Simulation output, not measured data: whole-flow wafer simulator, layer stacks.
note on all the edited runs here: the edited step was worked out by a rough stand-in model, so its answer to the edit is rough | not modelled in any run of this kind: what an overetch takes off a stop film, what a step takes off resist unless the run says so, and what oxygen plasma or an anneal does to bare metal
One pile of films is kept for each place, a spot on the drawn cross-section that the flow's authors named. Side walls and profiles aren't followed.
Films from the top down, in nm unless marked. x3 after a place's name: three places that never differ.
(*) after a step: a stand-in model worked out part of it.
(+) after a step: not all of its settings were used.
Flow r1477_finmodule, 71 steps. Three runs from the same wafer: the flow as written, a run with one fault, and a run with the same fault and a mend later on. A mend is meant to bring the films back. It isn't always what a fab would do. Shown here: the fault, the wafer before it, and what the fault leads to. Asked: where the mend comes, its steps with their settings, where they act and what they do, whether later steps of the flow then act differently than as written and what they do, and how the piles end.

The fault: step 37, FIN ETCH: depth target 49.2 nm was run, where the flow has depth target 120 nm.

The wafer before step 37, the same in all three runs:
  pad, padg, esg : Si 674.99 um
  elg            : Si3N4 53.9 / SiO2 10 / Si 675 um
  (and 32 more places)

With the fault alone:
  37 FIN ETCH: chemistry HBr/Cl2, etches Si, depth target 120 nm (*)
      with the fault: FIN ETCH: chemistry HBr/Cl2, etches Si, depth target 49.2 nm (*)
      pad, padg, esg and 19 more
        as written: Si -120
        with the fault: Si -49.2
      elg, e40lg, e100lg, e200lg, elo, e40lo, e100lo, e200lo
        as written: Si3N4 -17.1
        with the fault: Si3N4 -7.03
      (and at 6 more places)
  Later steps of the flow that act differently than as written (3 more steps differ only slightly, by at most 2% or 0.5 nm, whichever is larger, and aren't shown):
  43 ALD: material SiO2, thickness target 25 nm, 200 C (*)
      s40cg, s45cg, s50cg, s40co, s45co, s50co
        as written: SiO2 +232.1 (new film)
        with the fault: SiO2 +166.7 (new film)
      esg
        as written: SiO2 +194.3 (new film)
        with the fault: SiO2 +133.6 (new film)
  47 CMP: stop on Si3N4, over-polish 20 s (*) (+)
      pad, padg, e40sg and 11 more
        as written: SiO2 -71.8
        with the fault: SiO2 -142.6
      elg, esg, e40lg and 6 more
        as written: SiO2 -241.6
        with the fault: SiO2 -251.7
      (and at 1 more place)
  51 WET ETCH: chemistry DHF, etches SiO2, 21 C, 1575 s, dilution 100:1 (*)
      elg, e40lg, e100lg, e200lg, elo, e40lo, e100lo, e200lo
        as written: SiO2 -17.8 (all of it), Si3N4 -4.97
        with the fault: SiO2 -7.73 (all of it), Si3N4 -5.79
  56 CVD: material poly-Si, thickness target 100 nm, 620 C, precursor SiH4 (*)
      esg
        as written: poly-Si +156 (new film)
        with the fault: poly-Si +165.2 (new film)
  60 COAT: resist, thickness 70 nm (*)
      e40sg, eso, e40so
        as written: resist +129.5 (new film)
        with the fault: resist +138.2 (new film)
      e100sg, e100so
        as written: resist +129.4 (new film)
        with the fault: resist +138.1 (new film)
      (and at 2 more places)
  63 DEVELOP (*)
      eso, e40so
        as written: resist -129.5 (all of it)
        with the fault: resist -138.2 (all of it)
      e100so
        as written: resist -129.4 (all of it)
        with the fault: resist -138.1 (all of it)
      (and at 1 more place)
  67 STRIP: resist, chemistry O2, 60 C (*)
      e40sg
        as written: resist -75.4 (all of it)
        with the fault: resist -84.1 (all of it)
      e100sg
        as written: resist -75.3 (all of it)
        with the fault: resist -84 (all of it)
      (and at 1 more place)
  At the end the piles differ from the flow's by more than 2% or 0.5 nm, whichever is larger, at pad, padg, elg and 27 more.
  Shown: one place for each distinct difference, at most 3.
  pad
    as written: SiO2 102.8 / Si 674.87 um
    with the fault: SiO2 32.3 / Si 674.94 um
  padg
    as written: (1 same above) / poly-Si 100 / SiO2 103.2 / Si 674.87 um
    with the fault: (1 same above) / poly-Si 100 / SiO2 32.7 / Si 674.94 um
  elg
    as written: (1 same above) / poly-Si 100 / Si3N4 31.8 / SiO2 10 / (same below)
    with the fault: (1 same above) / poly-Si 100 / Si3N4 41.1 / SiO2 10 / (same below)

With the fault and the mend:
  The mend comes after step 38.
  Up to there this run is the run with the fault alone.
  38a FIN ETCH: chemistry HBr/Cl2, etches Si, depth target 70.8 nm (*) (the flow's step 37 once more, with other settings)
      pad, padg, esg and 19 more
        Si -70.8
      elg, e40lg, e100lg, e200lg, elo, e40lo, e100lo, e200lo
        Si3N4 -10.1
      s40sg_line, s45sg_line, s50sg_line, s40so_line, s45so_line, s50so_line
        SiO2 -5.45
  No later step of the flow acts differently than as written at any place that is followed.
  At the end the piles are the same as the flow's at every place that both follow.
